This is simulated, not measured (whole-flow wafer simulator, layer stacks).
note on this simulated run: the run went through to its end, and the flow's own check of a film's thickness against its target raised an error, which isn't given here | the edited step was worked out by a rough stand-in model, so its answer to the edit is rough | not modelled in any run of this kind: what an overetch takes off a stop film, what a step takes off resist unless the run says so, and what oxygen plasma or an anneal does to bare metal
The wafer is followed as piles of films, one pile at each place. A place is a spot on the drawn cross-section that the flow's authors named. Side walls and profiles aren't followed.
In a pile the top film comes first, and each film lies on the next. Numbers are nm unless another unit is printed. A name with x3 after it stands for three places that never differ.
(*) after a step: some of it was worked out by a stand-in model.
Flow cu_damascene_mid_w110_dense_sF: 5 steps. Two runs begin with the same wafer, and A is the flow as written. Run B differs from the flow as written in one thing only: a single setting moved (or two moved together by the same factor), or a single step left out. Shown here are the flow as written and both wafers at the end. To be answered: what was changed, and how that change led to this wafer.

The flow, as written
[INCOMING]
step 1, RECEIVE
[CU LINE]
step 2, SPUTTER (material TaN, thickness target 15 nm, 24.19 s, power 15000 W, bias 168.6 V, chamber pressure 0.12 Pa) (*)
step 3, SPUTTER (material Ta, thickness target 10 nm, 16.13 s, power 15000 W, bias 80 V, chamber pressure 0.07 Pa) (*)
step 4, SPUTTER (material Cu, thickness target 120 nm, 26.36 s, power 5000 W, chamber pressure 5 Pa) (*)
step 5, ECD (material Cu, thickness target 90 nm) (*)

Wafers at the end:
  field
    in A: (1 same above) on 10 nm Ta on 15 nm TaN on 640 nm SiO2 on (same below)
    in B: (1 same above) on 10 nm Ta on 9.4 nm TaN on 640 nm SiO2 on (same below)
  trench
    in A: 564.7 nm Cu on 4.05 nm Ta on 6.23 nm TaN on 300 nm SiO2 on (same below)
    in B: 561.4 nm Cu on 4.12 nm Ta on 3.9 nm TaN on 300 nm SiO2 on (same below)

What caused this: step 2, SPUTTER: thickness target 9.4 nm was run, while the flow as written has thickness target 15 nm; step 2, SPUTTER: 15.12 s was run, where the flow has 24.19 s.
The wafer itself shows it: field has TaN 9.4, and step 2 as written asks for 15 nm.

Step by step, how the change led to this:
  step 2, SPUTTER (material TaN, thickness target 15 nm, 24.19 s, power 15000 W, bias 168.6 V, chamber pressure 0.12 Pa) (*)
      field: A TaN gains 15 (new film) | B TaN gains 9.4 (new film)
      trench: A TaN gains 6.23 (new film) | B TaN gains 3.9 (new film)
